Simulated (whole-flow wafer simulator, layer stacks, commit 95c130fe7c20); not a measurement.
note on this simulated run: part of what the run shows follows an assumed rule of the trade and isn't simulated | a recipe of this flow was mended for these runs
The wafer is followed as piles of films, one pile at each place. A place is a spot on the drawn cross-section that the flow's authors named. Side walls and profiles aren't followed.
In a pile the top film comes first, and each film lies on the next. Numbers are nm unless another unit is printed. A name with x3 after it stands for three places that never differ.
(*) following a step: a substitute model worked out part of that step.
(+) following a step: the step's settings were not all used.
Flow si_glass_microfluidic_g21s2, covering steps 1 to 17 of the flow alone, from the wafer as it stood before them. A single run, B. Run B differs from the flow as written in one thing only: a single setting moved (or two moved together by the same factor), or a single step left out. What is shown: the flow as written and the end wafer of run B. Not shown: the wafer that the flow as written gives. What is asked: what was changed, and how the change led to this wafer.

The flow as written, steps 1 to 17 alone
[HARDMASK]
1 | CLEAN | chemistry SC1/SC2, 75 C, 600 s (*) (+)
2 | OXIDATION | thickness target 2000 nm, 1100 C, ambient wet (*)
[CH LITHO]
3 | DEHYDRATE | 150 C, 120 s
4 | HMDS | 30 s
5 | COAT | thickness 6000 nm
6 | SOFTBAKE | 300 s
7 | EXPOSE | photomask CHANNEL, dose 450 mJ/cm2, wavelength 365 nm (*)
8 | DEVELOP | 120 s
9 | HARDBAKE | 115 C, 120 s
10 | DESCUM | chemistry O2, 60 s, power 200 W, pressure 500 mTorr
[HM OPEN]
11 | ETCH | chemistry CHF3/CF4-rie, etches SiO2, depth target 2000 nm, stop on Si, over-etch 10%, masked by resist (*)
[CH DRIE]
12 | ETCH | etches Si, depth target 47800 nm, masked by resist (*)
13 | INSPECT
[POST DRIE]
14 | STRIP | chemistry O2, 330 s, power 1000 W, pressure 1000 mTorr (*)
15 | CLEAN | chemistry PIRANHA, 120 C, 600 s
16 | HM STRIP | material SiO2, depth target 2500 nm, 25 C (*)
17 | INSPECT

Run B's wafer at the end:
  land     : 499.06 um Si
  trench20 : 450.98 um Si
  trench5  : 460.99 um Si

What caused this: step 2, OXIDATION: 1123 C was run, while the flow as written has 1100 C.

How this came from the change, step by step:
  2 | OXIDATION | thickness target 2000 nm, 1100 C, ambient wet (*)
      land, trench20, trench5, trench200: SiO2 gains 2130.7 (new film), chemical SiO2 loses 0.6 (all of it), Si loses 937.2 (in the flow as written it would be: SiO2 gains 2000 (new film), chemical SiO2 loses 0.6 (all of it), Si loses 879.7)
  11 | ETCH | chemistry CHF3/CF4-rie, etches SiO2, depth target 2000 nm, stop on Si, over-etch 10%, masked by resist (*)
      trench20, trench5, trench200: SiO2 loses 2130.7 (all of it), Si loses 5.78 (in the flow as written it would be: SiO2 loses 2000 (all of it), Si loses 16.7)
  12 | ETCH | etches Si, depth target 47800 nm, masked by resist (*)
      trench5: Si loses 38.06 um (in the flow as written it would be: Si loses 38.09 um)
      trench200: Si loses 54.1 um (in the flow as written it would be: Si loses 54.08 um)
  16 | HM STRIP | material SiO2, depth target 2500 nm, 25 C (*)
      land: SiO2 loses 2130.7 (all of it) (in the flow as written it would be: SiO2 loses 2000 (all of it))
